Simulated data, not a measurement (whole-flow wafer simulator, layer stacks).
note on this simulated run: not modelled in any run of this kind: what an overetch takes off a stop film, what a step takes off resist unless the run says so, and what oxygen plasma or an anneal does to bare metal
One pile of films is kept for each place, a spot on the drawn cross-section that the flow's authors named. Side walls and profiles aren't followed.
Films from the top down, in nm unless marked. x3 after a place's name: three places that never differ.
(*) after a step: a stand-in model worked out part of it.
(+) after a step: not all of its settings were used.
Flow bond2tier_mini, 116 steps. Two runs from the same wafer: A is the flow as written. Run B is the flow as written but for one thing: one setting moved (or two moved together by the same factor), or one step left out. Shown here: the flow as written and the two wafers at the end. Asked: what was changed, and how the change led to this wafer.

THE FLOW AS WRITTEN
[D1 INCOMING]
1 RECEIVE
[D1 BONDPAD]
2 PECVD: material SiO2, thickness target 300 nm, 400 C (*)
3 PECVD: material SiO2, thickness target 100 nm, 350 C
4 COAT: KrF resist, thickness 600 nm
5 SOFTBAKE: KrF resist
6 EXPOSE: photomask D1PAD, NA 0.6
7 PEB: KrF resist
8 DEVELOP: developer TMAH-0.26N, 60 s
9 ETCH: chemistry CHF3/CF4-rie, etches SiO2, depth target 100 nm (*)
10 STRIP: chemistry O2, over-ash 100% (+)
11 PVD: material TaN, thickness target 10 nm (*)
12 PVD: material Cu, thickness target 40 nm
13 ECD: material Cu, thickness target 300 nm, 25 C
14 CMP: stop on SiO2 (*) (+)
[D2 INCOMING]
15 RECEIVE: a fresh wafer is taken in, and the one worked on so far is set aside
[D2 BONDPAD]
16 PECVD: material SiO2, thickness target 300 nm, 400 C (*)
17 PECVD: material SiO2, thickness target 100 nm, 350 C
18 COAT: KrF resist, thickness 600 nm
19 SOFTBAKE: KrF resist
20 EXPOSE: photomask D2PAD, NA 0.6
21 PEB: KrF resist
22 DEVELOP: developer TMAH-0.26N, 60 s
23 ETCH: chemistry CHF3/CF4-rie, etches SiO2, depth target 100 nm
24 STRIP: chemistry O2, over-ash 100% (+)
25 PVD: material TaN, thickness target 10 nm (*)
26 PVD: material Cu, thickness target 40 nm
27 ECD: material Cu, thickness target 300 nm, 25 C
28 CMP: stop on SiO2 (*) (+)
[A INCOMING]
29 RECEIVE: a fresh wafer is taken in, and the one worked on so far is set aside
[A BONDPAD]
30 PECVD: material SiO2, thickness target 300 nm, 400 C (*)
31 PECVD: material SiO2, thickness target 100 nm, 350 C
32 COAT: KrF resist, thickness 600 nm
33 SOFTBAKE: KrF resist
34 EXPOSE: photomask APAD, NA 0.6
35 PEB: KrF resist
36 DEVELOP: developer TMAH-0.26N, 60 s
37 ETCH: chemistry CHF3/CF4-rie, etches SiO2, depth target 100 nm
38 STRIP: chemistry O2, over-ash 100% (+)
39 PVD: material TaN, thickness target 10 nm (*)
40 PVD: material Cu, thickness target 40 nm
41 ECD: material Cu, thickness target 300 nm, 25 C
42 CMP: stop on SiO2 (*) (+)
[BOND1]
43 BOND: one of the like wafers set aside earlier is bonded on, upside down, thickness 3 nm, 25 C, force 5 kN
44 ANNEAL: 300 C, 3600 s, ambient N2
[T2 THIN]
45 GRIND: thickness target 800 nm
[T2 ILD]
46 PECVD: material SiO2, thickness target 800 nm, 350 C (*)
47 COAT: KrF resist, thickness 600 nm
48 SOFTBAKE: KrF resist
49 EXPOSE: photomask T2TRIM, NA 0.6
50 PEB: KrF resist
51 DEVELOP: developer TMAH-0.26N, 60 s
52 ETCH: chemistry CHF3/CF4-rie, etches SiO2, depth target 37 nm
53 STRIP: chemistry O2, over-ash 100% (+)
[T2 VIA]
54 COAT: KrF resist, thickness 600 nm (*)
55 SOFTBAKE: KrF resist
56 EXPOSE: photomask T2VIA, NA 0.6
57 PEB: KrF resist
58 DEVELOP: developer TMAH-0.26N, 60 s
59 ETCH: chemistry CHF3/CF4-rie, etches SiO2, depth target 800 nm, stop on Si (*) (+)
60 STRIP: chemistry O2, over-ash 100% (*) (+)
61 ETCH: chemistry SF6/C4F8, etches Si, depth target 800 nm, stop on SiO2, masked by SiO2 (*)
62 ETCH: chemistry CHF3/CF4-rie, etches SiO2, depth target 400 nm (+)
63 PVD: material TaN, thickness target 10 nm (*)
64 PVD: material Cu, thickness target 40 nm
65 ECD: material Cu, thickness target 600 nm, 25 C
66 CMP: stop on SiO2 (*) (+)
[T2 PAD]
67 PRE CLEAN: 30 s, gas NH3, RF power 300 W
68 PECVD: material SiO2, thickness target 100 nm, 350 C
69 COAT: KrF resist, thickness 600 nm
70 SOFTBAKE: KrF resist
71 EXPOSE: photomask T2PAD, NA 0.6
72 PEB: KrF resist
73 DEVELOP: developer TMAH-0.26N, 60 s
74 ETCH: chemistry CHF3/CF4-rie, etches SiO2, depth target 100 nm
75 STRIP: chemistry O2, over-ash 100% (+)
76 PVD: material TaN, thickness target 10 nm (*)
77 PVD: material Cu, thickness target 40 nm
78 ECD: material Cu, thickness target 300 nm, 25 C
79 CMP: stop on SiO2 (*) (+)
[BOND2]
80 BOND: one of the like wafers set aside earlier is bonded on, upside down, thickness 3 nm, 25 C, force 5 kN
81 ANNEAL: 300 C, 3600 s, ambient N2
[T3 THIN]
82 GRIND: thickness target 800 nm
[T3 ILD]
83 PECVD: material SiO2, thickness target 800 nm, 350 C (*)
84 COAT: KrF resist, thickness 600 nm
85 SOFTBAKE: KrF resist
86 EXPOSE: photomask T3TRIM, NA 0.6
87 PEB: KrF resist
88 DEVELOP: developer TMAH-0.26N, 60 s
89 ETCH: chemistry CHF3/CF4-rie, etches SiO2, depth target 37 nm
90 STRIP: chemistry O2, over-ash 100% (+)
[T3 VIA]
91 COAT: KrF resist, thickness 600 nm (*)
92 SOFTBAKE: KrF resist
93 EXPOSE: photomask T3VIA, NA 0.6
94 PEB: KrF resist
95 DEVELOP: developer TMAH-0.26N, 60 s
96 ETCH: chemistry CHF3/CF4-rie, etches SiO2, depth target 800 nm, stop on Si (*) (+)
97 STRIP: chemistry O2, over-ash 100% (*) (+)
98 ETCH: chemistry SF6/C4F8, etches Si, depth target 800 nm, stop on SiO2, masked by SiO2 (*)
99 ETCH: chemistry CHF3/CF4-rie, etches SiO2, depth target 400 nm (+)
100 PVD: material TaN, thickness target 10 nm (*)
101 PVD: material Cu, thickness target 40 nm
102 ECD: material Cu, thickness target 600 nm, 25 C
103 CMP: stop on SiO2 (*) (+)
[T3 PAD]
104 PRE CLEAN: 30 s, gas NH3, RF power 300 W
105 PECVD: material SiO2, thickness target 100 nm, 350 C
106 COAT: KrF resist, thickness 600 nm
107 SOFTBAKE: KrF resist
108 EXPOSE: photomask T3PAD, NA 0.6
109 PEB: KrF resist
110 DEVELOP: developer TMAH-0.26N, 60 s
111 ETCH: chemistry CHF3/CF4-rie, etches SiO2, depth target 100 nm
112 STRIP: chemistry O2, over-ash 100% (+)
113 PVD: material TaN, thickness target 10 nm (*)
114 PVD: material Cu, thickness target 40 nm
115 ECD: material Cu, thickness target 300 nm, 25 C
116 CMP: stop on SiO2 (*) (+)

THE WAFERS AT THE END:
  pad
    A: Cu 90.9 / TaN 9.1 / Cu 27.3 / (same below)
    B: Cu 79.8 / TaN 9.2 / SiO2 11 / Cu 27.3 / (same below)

The cause: step 111, ETCH: depth target 89 nm was run, where the flow has depth target 100 nm.

How the change led to this, step by step:
  111 ETCH: chemistry CHF3/CF4-rie, etches SiO2, depth target 100 nm
      pad: A SiO2 -100 (all of it) | B SiO2 -89
      field: A KrF resist -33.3 | B KrF resist -29.7
  115 ECD: material Cu, thickness target 300 nm, 25 C
      pad: A Cu +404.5 | B Cu +393
Counting metal films that touch as one body, pad has 4 bodies (between them, from the top down: SiO2 11; SiO2 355 / Si 800 / chemical SiO2 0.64 / SiO2 300; SiO2 355 / Si 800 / chemical SiO2 0.64 / SiO2 300); the flow as written gives 3 bodies (between them, from the top down: SiO2 355 / Si 800 / chemical SiO2 0.64 / SiO2 300; SiO2 355 / Si 800 / chemical SiO2 0.64 / SiO2 300).
